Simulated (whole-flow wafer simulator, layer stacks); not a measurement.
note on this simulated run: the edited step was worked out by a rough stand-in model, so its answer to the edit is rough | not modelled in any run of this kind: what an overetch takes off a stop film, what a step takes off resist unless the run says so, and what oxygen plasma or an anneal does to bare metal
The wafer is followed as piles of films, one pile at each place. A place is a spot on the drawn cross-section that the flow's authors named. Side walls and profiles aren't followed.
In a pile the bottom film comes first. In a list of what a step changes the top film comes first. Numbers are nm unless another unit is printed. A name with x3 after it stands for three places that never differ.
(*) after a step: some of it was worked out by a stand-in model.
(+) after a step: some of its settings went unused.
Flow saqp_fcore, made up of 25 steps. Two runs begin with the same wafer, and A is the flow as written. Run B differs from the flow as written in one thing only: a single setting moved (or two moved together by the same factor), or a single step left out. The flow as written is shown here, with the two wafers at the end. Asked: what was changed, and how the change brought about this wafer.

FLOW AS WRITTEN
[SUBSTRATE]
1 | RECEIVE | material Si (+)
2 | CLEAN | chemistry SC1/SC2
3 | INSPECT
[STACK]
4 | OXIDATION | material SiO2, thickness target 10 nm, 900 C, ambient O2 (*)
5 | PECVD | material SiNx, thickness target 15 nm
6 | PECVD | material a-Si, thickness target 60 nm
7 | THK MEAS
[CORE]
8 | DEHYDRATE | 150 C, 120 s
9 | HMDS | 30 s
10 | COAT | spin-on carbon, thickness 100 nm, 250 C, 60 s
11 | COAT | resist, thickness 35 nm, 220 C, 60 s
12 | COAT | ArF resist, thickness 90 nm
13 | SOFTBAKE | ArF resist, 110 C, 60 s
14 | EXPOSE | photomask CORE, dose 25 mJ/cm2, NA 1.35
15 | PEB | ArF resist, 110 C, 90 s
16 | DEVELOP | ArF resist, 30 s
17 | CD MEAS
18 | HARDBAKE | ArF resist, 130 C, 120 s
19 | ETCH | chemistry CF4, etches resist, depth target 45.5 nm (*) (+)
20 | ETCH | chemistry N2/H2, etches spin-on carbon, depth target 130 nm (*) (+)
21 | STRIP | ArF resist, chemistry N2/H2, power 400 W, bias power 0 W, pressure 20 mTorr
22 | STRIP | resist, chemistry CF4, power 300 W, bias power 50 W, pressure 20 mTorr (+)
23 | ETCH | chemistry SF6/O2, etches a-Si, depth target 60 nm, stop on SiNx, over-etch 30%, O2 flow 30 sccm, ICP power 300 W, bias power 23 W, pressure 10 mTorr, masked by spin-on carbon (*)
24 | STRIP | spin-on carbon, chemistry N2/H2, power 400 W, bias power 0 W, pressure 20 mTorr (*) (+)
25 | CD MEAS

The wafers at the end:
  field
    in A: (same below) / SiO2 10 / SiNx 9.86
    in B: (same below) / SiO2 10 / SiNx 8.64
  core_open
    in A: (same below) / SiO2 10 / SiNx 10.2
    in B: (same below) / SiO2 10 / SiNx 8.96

Cause: step 23, ETCH: depth target 67.5 nm was run, whereas the flow has depth target 60 nm.

How this came from the change, step by step:
  23 | ETCH | chemistry SF6/O2, etches a-Si, depth target 60 nm, stop on SiNx, over-etch 30%, O2 flow 30 sccm, ICP power 300 W, bias power 23 W, pressure 10 mTorr, masked by spin-on carbon (*)
      field: A a-Si loses 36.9 (all of it), SiNx loses 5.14 | B a-Si loses 36.9 (all of it), SiNx loses 6.36
      core_open: A a-Si loses 39.4 (all of it), SiNx loses 4.82 | B a-Si loses 39.4 (all of it), SiNx loses 6.04
